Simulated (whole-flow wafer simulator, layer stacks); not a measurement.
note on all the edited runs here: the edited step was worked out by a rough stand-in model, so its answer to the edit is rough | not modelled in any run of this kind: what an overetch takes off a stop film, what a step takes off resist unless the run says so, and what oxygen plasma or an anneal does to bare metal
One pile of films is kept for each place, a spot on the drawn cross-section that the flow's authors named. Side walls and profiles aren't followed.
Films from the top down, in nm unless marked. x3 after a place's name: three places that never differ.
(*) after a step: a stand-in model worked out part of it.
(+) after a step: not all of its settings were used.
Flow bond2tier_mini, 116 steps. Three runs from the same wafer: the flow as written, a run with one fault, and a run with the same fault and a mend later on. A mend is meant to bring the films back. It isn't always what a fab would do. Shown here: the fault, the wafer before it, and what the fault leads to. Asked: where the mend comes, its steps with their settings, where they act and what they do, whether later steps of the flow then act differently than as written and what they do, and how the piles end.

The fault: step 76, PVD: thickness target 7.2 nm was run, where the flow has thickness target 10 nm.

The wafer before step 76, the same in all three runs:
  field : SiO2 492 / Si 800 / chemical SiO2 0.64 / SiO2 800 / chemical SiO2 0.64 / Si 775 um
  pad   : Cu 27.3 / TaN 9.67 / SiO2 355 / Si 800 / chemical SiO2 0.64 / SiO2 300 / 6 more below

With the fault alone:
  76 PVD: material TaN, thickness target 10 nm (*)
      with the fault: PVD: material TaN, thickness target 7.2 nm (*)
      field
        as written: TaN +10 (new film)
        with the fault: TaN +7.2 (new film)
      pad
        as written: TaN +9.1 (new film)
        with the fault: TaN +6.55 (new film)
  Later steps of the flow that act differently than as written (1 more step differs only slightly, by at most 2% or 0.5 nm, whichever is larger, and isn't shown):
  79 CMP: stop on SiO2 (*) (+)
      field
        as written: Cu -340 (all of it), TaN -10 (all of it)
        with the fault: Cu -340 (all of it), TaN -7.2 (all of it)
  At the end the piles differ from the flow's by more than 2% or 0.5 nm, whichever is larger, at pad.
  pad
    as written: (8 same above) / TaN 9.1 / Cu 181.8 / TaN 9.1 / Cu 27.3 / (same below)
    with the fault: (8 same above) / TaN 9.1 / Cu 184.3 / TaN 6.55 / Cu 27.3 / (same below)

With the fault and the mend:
  The mend comes after step 76.
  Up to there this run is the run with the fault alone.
  76a PVD: material TaN, thickness target 2.8 nm (*) (the flow's step 76 once more, with other settings)
      field
        TaN +2.8
      pad
        TaN +2.55
  No later step of the flow acts differently than as written at any place that is followed.
  At the end the piles are the same as the flow's at every place that both follow.
